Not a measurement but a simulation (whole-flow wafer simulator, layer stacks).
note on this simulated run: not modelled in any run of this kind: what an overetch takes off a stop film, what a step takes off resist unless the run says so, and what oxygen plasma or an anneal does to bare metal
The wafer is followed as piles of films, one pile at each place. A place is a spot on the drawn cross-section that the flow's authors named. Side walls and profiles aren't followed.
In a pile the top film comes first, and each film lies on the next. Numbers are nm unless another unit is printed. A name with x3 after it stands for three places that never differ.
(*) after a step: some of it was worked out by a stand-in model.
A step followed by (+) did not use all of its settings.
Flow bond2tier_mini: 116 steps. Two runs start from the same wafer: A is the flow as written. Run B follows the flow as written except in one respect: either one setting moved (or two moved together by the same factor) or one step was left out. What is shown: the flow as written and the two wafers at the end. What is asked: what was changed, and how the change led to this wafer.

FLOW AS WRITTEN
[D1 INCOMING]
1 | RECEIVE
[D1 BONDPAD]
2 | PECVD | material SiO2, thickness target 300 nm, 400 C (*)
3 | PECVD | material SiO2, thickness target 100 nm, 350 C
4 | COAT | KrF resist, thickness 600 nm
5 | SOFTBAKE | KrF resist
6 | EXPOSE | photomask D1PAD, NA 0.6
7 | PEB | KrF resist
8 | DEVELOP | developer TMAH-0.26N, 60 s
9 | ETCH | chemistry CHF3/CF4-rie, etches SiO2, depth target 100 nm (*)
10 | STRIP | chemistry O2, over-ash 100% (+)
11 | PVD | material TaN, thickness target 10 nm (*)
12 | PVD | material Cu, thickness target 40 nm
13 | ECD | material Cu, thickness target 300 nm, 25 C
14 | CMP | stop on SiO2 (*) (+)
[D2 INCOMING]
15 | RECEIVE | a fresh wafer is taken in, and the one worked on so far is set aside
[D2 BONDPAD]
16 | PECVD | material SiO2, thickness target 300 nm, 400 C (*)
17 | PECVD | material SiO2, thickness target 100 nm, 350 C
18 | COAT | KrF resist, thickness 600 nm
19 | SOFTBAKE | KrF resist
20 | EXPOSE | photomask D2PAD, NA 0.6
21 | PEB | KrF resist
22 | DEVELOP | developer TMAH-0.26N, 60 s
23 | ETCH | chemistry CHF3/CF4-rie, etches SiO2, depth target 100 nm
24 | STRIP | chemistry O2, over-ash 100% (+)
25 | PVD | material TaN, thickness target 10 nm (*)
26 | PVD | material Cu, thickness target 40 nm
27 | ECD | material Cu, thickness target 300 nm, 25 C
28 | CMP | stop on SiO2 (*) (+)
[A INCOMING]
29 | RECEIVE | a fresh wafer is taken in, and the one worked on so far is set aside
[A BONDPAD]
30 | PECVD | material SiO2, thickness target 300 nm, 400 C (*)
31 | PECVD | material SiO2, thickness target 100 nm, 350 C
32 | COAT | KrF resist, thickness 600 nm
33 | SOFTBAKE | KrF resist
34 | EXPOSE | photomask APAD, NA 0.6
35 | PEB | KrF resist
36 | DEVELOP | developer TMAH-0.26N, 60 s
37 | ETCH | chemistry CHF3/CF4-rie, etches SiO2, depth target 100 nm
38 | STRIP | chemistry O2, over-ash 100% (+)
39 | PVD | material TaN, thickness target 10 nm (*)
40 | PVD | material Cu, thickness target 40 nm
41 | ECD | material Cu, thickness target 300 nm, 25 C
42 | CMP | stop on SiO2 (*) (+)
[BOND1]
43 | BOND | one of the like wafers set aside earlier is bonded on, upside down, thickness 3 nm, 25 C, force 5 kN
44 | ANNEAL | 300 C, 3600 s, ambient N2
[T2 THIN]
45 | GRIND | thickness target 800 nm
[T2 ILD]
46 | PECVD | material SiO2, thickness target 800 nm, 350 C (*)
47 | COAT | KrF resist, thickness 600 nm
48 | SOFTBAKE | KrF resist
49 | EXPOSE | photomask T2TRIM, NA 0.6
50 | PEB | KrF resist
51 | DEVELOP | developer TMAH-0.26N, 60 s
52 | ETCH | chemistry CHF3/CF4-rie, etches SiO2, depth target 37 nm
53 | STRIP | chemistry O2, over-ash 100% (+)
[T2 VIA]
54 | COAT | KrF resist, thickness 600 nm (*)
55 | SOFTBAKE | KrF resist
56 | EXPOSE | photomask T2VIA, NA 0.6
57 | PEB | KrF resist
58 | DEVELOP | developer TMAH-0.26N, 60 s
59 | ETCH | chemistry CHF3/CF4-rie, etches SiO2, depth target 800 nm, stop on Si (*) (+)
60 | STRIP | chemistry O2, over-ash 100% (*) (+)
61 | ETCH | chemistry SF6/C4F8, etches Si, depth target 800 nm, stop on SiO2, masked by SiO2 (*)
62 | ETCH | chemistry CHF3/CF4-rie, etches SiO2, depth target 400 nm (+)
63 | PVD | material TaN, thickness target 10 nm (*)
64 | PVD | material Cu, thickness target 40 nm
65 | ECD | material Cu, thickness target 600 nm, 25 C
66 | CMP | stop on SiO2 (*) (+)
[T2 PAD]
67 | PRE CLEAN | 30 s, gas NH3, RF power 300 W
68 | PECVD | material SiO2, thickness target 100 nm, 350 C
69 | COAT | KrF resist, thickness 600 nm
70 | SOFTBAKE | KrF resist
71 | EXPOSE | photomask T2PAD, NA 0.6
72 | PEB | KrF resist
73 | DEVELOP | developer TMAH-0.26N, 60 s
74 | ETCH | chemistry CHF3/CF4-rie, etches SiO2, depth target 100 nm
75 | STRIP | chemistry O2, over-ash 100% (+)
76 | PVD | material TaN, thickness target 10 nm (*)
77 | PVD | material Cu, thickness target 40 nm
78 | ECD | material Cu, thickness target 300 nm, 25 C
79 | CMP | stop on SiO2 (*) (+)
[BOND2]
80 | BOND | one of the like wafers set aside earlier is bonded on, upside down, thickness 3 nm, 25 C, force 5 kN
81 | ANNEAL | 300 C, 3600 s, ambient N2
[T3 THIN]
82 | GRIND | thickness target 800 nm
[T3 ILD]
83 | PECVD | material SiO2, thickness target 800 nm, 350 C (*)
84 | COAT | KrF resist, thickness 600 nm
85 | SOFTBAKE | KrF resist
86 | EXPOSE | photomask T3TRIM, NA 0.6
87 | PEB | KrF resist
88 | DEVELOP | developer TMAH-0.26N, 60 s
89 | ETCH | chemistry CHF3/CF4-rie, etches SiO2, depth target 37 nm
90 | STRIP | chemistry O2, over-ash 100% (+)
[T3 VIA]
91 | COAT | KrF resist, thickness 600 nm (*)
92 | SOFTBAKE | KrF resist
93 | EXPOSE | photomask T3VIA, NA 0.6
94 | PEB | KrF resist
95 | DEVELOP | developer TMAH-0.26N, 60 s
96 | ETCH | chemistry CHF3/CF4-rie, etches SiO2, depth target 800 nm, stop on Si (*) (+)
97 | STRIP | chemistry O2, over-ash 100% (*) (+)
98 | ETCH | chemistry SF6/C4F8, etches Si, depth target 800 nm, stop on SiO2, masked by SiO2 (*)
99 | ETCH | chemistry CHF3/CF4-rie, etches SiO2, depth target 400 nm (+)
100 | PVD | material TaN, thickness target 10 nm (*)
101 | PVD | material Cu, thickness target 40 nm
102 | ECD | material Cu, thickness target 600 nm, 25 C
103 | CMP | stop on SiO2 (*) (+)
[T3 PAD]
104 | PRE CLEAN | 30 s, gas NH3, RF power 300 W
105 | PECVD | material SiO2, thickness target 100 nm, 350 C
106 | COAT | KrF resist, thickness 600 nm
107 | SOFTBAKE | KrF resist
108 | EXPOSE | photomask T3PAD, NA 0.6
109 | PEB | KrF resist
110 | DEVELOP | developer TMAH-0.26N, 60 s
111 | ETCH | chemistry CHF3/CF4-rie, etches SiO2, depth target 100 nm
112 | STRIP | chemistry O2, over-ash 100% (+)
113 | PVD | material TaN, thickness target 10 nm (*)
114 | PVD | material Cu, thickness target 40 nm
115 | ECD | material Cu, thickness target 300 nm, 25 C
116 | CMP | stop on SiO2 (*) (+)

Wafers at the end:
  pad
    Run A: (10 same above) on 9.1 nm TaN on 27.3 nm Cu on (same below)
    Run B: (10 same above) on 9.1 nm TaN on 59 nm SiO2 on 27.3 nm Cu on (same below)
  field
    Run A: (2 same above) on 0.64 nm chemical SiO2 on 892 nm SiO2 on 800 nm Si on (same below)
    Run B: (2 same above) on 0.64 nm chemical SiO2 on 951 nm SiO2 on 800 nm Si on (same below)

What caused this: step 68, PECVD: thickness target 159 nm was run, though the flow has thickness target 100 nm.

How this came from the change, step by step:
  68 | PECVD | material SiO2, thickness target 100 nm, 350 C
      field: A +100 SiO2 | B +159 SiO2
      pad: A +100 SiO2 (new film) | B +159 SiO2 (new film)
  74 | ETCH | chemistry CHF3/CF4-rie, etches SiO2, depth target 100 nm
      pad: A -100 SiO2 (all of it) | B -100 SiO2
If metal films that touch count as one body, pad has 4 bodies (between them, from the top down: SiO2 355 / Si 800 / chemical SiO2 0.64 / SiO2 300; SiO2 59; SiO2 355 / Si 800 / chemical SiO2 0.64 / SiO2 300); the flow as written gives 3 bodies (between them, from the top down: SiO2 355 / Si 800 / chemical SiO2 0.64 / SiO2 300; SiO2 355 / Si 800 / chemical SiO2 0.64 / SiO2 300).
